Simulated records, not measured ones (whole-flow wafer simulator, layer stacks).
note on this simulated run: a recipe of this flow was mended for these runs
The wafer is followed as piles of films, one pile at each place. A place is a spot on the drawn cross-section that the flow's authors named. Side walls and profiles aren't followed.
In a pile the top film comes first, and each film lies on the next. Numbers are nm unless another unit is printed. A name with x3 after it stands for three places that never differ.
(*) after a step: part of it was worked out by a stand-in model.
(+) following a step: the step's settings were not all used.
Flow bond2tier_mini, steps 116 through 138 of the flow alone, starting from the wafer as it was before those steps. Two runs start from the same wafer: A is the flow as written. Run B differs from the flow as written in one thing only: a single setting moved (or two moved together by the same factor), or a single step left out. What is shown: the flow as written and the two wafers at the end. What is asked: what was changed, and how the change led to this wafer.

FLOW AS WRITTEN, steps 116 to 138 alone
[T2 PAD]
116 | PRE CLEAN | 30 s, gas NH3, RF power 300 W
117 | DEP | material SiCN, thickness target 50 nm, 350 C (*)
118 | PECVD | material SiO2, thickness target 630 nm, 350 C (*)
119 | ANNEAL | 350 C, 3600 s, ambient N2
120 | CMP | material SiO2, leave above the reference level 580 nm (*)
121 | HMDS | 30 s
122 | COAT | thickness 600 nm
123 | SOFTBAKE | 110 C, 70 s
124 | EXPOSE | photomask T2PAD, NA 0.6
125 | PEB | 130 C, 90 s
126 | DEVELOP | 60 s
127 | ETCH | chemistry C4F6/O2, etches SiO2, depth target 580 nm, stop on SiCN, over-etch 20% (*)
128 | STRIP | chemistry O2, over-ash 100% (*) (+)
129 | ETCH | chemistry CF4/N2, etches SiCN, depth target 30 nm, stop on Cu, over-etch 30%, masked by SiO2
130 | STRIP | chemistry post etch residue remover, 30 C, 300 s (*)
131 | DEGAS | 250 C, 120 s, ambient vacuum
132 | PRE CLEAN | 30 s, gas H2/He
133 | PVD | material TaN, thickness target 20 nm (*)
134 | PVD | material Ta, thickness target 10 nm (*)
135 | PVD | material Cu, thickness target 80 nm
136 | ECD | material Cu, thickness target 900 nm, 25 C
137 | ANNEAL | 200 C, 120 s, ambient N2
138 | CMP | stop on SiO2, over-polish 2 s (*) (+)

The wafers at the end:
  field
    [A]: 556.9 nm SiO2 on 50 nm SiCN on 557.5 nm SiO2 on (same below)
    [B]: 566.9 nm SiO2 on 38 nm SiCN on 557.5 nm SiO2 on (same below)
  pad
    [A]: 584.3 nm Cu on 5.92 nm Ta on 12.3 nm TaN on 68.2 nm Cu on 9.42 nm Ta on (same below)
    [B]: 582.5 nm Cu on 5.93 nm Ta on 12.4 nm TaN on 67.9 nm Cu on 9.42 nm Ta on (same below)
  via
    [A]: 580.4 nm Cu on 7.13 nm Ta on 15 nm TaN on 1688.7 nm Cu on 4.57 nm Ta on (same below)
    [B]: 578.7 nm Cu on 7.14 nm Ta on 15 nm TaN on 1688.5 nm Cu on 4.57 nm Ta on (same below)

The reason: step 117, DEP: thickness target 38 nm was run, whereas the flow has thickness target 50 nm.
The wafer lets one read it off: field has SiCN 38, and step 117 as written asks for 50 nm.

Step by step, how the change led to this:
  117 | DEP | material SiCN, thickness target 50 nm, 350 C (*)
      field, pad, via: A SiCN gains 50 (new film) | B SiCN gains 38 (new film)
  129 | ETCH | chemistry CF4/N2, etches SiCN, depth target 30 nm, stop on Cu, over-etch 30%, masked by SiO2
      pad, via: A SiCN loses 30.4 (all of it), Cu loses 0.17 | B SiCN loses 18.4 (all of it), Cu loses 0.41
      field: A SiO2 loses 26 | B SiO2 loses 16
